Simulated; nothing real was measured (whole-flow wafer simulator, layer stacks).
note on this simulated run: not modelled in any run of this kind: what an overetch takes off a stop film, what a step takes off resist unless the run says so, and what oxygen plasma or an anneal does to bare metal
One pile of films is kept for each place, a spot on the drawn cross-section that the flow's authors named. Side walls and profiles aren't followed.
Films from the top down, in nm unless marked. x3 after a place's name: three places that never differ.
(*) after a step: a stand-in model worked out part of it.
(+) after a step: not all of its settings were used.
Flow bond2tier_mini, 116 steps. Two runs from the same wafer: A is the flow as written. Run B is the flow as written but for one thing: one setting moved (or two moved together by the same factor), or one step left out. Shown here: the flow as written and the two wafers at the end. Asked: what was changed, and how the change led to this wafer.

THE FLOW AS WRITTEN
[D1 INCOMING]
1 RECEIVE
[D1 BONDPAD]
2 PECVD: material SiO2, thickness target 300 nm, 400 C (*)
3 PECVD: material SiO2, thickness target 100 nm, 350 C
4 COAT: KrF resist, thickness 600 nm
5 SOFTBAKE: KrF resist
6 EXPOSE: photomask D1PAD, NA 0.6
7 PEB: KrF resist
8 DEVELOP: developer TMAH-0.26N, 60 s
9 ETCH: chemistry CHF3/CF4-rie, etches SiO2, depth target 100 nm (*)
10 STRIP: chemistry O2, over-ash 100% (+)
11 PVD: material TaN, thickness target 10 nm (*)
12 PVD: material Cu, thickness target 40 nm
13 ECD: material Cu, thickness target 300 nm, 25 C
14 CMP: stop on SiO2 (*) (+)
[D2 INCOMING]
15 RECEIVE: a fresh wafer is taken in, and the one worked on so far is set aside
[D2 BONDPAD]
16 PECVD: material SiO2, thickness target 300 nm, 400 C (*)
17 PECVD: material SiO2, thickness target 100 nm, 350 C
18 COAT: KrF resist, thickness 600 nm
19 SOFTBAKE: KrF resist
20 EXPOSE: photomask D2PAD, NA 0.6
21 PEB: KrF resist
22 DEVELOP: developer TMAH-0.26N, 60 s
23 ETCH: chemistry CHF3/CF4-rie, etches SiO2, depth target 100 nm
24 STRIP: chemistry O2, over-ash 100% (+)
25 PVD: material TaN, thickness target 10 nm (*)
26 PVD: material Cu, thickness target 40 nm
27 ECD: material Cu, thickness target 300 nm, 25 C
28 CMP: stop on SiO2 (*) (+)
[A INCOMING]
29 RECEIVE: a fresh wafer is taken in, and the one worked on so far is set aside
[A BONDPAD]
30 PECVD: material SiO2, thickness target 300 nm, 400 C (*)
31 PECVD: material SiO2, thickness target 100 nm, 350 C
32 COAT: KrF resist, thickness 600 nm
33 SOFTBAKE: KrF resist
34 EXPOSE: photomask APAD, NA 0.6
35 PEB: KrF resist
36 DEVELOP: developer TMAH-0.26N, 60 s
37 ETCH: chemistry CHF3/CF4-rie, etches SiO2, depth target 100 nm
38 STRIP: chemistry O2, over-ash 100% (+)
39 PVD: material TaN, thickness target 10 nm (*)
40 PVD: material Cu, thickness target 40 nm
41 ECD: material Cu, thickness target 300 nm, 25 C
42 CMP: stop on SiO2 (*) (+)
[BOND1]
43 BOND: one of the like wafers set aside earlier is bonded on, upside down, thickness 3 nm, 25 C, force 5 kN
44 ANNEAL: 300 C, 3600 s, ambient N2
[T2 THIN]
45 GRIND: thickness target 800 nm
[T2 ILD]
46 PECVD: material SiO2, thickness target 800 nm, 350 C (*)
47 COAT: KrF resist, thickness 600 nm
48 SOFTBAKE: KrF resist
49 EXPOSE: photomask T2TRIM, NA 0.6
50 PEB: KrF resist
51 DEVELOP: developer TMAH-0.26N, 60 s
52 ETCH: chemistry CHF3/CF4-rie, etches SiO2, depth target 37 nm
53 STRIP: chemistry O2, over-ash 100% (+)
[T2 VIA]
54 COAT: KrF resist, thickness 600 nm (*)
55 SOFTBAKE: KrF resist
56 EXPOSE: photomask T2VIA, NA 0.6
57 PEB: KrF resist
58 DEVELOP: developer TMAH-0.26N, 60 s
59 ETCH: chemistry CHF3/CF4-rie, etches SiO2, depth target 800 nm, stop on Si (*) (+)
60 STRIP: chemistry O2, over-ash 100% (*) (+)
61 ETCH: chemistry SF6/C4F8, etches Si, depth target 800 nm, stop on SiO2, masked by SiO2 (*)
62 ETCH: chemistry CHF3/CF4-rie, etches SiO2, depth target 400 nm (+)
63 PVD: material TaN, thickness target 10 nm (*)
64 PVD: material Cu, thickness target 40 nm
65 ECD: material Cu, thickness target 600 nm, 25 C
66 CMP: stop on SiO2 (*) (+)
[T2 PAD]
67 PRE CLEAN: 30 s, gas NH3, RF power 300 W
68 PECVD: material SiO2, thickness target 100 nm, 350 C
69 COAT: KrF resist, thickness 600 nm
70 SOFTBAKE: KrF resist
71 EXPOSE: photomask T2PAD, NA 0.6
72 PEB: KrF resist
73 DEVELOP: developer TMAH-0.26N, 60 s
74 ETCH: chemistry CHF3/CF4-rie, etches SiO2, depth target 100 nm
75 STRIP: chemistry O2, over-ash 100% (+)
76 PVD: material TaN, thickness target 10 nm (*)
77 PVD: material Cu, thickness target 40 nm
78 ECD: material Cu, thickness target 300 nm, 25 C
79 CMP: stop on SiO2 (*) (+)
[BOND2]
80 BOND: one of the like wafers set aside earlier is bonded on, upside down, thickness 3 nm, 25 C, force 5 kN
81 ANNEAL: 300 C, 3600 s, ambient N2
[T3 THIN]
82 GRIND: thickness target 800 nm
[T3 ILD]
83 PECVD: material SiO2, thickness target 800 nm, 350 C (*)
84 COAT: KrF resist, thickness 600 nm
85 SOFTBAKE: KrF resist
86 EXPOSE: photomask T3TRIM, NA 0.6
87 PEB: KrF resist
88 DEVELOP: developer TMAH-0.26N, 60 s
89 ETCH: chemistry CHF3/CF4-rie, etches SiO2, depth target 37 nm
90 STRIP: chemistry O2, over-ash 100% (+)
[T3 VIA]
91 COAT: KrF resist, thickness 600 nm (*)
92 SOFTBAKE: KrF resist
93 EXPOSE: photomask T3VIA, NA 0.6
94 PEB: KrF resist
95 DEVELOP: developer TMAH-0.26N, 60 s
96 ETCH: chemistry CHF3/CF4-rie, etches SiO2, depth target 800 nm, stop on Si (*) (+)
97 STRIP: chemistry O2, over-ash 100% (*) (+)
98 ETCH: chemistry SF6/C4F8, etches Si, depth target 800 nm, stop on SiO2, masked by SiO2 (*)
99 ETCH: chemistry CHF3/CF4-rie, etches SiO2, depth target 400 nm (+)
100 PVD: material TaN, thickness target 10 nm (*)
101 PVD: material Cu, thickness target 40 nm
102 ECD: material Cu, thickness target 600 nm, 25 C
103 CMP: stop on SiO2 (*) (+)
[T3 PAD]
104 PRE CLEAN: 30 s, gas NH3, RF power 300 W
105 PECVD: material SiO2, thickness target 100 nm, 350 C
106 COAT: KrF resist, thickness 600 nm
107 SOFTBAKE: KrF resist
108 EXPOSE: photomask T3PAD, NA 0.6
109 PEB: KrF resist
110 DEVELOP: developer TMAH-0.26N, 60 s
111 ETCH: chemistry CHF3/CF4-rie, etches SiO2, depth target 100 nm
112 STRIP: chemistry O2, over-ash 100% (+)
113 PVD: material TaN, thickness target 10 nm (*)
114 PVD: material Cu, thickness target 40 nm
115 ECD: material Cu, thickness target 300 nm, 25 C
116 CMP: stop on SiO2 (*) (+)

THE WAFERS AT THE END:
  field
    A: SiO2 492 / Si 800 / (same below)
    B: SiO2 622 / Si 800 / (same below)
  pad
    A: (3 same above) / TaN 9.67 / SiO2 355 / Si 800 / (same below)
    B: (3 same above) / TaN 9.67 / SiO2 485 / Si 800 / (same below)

The cause: step 99, ETCH: depth target 270 nm was run, where the flow has depth target 400 nm.

How the change led to this, step by step:
  99 ETCH: chemistry CHF3/CF4-rie, etches SiO2, depth target 400 nm (+)
      field, pad: A SiO2 -400 | B SiO2 -270
